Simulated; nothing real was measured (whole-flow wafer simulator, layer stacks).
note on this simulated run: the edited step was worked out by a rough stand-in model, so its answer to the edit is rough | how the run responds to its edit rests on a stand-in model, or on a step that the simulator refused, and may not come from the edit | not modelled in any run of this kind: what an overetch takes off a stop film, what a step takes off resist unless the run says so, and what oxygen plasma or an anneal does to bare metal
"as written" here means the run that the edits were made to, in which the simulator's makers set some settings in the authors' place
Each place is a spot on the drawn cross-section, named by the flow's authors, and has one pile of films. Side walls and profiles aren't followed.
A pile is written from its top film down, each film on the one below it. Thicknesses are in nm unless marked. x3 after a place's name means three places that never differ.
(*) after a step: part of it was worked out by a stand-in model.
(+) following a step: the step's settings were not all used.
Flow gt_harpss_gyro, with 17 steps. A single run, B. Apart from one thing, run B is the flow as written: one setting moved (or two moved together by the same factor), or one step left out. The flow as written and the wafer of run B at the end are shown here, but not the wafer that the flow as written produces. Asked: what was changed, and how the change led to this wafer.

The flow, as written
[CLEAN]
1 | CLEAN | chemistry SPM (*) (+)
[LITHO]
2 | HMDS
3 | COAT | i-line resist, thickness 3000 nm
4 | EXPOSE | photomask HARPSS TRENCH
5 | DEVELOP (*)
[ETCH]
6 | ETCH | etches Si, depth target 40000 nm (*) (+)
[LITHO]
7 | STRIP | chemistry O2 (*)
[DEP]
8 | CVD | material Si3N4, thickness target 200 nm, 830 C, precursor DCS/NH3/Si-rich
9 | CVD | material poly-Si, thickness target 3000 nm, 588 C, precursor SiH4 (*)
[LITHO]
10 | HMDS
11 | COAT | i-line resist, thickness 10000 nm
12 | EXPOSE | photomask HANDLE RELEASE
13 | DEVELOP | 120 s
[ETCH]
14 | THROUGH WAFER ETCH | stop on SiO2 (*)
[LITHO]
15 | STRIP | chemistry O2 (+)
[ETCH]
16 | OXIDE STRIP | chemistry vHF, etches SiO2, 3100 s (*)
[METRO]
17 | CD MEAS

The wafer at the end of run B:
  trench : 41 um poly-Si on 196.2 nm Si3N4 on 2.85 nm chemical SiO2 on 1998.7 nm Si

The reason: step 6, ETCH: depth target 38000 nm was run, though the flow has depth target 40000 nm.

The path from the change to this, step by step:
  6 | ETCH | etches Si, depth target 40000 nm (*) (+)
      trench: chemical SiO2 loses 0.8 (all of it), Si loses 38 um (it would be, as written: chemical SiO2 loses 0.8 (all of it), Si loses 40 um (all of it))
      field: i-line resist loses 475 (it would be, as written: i-line resist loses 500)
  7 | STRIP | chemistry O2 (*)
      trench: chemical SiO2 gains 2.85 (new film), Si loses 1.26 (it would be, as written: nothing)
  9 | CVD | material poly-Si, thickness target 3000 nm, 588 C, precursor SiH4 (*)
      trench: poly-Si gains 41 um (new film) (it would be, as written: poly-Si gains 43.01 um (new film))
